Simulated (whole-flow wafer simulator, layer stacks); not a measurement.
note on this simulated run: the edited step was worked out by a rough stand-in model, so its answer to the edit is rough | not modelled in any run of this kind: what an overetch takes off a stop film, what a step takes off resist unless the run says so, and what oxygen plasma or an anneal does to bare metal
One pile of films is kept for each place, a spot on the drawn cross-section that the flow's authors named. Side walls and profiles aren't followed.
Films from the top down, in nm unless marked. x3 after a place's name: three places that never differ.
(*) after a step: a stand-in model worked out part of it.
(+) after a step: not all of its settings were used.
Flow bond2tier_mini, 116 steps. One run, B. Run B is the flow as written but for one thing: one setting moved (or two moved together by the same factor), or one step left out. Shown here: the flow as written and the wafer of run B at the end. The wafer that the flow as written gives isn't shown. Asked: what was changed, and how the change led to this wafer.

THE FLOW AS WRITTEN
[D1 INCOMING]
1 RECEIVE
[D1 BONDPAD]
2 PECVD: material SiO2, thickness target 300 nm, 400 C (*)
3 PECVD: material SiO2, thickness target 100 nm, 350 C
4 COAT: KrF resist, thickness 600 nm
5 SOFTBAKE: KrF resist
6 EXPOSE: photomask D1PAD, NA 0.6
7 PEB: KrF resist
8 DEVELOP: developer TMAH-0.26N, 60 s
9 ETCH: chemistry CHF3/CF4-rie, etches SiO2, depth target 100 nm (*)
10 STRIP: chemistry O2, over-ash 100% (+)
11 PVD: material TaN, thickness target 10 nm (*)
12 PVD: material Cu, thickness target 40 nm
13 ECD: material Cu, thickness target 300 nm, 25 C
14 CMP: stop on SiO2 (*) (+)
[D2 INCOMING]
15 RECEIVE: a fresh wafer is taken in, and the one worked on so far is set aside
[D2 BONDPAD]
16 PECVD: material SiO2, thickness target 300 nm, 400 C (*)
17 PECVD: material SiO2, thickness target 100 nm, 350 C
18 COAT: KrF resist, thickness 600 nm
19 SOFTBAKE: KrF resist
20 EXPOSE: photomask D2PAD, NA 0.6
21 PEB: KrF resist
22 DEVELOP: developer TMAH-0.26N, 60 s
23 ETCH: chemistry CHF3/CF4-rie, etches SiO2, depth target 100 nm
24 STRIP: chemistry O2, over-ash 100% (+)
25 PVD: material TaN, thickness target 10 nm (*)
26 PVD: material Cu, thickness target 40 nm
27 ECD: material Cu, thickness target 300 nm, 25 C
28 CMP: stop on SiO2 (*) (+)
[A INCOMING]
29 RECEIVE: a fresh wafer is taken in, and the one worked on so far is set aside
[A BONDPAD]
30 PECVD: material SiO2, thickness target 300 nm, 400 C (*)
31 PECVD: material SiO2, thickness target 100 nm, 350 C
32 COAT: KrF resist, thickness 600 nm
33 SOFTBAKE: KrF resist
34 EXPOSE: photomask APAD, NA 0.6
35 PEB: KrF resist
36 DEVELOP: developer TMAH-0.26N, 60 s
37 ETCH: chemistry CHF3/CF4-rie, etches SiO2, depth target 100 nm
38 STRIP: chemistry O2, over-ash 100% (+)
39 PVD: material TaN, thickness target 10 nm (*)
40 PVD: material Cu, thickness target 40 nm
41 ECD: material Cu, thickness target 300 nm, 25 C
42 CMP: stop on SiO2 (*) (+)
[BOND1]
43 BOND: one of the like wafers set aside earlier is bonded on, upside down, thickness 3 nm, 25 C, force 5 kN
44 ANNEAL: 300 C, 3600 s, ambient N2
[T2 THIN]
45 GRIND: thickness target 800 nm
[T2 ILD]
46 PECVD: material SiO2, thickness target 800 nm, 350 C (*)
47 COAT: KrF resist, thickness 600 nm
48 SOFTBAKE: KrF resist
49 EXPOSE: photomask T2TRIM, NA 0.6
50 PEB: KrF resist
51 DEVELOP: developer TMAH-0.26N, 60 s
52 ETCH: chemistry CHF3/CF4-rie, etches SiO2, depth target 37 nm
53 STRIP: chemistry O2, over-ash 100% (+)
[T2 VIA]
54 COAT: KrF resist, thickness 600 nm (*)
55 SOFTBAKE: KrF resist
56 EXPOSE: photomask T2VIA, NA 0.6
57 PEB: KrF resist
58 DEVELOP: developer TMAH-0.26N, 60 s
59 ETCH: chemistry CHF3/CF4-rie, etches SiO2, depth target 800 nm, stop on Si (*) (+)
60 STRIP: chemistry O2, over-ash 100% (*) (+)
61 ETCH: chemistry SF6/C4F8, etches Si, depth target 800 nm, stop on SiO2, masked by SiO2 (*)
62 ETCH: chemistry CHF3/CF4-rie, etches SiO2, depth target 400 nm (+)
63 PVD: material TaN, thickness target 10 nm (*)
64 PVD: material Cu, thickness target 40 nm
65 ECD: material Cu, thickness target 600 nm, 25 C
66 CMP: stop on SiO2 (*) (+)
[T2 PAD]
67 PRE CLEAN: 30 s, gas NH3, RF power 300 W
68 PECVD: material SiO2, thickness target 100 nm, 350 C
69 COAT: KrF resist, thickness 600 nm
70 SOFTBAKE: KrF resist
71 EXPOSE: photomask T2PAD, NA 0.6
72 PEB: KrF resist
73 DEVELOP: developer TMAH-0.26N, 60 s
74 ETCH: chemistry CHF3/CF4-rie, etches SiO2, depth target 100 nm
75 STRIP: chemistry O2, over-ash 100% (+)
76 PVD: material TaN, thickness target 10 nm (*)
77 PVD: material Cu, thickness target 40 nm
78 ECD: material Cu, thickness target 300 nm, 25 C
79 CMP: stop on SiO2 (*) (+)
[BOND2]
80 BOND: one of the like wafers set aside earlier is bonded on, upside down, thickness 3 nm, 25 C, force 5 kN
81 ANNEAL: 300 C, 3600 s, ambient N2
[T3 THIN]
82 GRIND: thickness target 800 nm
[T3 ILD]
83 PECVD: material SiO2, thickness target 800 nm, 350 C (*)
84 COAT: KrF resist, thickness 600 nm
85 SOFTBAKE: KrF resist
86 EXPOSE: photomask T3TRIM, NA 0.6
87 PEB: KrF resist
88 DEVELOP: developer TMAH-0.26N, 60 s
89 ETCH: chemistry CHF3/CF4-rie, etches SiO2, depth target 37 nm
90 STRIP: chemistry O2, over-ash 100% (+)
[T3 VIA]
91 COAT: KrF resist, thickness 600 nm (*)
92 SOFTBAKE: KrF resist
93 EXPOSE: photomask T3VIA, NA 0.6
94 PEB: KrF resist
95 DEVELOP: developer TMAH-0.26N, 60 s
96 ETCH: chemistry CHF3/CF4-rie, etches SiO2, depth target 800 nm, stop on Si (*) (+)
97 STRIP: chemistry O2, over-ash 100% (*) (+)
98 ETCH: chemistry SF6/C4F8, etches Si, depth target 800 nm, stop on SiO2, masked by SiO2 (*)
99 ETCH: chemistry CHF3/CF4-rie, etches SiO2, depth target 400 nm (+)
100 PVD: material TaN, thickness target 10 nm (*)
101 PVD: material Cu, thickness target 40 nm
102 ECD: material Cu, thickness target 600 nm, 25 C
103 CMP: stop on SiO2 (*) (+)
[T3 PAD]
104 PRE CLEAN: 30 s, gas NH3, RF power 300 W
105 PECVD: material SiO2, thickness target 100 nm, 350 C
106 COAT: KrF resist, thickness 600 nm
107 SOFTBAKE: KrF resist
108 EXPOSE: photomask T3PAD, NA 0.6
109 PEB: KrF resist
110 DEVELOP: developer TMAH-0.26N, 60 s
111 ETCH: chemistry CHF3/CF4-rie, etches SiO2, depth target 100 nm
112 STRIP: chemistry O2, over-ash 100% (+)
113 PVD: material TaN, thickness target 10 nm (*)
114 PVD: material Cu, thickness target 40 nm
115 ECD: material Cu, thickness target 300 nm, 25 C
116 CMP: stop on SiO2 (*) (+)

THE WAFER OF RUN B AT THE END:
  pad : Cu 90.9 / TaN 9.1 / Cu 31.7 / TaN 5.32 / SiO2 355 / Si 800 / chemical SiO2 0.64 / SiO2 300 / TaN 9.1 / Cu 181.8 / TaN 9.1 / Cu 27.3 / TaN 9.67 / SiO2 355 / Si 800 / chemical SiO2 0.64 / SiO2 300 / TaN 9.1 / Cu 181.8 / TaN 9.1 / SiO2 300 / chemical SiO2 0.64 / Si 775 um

The cause: step 100, PVD: thickness target 5.5 nm was run, where the flow has thickness target 10 nm.

How the change led to this, step by step:
  100 PVD: material TaN, thickness target 10 nm (*)
      field: TaN +5.5 (new film) (as written it would be: TaN +10 (new film))
      pad: TaN +5.32 (new film) (as written it would be: TaN +9.67 (new film))
  103 CMP: stop on SiO2 (*) (+)
      field: Cu -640 (all of it), TaN -5.5 (all of it) (as written it would be: Cu -640 (all of it), TaN -10 (all of it))
